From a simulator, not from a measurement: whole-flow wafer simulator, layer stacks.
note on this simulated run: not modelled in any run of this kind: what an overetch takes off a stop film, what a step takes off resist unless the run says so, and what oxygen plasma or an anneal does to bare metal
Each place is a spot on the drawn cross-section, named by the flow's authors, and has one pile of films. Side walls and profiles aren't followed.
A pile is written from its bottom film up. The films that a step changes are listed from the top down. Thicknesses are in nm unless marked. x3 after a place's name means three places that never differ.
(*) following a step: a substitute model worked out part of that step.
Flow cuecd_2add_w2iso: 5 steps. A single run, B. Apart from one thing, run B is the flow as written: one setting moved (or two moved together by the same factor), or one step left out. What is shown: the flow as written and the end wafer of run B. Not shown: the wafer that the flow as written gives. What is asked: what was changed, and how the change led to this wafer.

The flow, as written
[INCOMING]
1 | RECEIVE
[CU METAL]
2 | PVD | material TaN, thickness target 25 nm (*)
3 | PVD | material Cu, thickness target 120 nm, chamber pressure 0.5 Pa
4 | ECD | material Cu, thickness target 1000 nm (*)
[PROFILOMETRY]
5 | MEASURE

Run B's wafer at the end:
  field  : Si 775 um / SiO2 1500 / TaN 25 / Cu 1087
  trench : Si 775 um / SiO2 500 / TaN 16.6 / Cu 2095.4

Cause: step 3, PVD: thickness target 87 nm was run, while the flow as written has thickness target 120 nm.

The path from the change to this, step by step:
  3 | PVD | material Cu, thickness target 120 nm, chamber pressure 0.5 Pa
      field: +87 Cu (new film) (as written it would have been: +120 Cu (new film))
      trench: +58.7 Cu (new film) (as written it would have been: +80.8 Cu (new film))
